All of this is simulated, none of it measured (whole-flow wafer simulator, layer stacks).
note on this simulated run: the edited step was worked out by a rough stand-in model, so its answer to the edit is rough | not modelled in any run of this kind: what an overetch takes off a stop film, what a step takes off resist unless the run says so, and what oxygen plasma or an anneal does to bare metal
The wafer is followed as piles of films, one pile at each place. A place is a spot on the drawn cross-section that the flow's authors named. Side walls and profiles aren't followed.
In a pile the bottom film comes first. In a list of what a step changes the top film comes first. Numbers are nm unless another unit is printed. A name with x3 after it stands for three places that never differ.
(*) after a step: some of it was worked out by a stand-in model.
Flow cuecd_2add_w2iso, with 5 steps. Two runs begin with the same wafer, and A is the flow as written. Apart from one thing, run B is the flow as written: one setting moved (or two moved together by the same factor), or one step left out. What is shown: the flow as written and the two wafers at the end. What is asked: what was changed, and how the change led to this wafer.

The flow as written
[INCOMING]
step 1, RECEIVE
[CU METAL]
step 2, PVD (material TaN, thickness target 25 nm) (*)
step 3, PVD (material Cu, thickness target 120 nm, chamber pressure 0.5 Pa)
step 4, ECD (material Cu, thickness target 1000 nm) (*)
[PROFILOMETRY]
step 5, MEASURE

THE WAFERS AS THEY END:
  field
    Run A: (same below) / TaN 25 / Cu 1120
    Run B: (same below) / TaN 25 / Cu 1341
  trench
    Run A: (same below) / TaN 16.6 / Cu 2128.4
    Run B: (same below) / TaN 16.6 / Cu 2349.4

What caused this: step 4, ECD: thickness target 1221 nm was run, though the flow has thickness target 1000 nm.

How this came from the change, step by step:
  step 4, ECD (material Cu, thickness target 1000 nm) (*)
      field: A Cu gains 1000 | B Cu gains 1221
      trench: A Cu gains 2047.6 | B Cu gains 2268.6
